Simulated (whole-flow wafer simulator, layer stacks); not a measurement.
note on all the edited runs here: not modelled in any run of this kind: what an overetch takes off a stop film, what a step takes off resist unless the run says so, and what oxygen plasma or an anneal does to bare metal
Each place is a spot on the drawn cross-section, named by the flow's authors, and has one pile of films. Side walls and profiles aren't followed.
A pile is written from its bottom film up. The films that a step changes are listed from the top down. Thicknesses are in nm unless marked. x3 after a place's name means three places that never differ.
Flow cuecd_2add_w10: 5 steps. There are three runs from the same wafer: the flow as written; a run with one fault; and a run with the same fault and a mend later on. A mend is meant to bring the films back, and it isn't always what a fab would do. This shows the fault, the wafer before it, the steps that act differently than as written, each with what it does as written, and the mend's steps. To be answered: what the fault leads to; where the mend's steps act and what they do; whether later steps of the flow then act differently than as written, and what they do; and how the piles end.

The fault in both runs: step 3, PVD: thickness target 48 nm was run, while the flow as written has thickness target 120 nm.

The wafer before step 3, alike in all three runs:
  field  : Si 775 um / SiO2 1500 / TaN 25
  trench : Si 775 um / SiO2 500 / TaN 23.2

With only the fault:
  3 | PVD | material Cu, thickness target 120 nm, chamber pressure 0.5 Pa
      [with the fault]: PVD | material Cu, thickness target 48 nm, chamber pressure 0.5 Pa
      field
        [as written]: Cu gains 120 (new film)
        [with the fault]: Cu gains 48 (new film)
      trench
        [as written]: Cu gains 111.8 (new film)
        [with the fault]: Cu gains 44.6 (new film)
  Every later step of the flow that is run acts as written at every place that is followed.
  By the end, the piles at field, trench depart from the flow's by more than 2% or 0.5 nm, whichever is larger.
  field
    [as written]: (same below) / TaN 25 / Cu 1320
    [with the fault]: (same below) / TaN 25 / Cu 1248
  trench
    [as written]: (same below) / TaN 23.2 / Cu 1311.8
    [with the fault]: (same below) / TaN 23.2 / Cu 1244.6

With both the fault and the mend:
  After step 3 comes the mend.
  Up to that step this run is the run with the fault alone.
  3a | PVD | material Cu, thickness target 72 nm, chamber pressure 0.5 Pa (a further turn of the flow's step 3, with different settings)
      field
        Cu gains 72
      trench
        Cu gains 67
  Every later step of the flow that is run acts as written at every place that is followed.
  The piles end only slightly different from the flow's at the places that both follow, by no more than 2% or 0.5 nm, whichever is larger.
